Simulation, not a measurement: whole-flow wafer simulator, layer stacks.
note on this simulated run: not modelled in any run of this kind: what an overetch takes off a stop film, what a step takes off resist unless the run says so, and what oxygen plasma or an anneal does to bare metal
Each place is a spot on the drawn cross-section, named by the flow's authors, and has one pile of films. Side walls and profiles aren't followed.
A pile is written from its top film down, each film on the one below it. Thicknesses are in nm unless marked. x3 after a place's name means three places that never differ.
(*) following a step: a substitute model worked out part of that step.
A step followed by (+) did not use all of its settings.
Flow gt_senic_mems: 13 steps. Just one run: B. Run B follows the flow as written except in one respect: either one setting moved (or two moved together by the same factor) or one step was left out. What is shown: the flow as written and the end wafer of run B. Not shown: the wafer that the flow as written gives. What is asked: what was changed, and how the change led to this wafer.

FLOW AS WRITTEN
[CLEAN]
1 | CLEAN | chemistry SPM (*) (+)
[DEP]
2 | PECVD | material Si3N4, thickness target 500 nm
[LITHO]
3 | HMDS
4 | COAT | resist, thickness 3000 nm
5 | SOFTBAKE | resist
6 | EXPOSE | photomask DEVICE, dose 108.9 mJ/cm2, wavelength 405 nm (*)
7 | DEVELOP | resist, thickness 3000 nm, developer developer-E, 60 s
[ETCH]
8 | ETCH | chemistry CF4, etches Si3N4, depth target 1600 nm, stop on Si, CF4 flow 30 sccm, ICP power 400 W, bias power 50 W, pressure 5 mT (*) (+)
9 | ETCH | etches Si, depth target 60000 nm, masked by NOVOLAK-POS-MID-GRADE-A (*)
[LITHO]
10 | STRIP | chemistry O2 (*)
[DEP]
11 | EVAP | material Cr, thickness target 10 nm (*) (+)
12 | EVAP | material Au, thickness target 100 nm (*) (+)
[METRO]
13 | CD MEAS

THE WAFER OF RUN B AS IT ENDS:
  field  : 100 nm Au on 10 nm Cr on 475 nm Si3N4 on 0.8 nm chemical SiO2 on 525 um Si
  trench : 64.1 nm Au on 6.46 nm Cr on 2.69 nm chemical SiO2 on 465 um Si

Cause: step 2, PECVD: thickness target 475 nm was run, though the flow has thickness target 500 nm.
The wafer itself shows it: field has Si3N4 475, and step 2 as written asks for 500 nm.

The path from the change to this, step by step:
  2 | PECVD | material Si3N4, thickness target 500 nm
      field, trench: +475 Si3N4 (new film) (it would be, as written: +500 Si3N4 (new film))
  8 | ETCH | chemistry CF4, etches Si3N4, depth target 1600 nm, stop on Si, CF4 flow 30 sccm, ICP power 400 W, bias power 50 W, pressure 5 mT (*) (+)
      field: -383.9 resist (it would be, as written: -400.5 resist)
      trench: -475 Si3N4 (all of it), -0.8 chemical SiO2 (all of it) (it would be, as written: -500 Si3N4 (all of it), -0.8 chemical SiO2 (all of it))
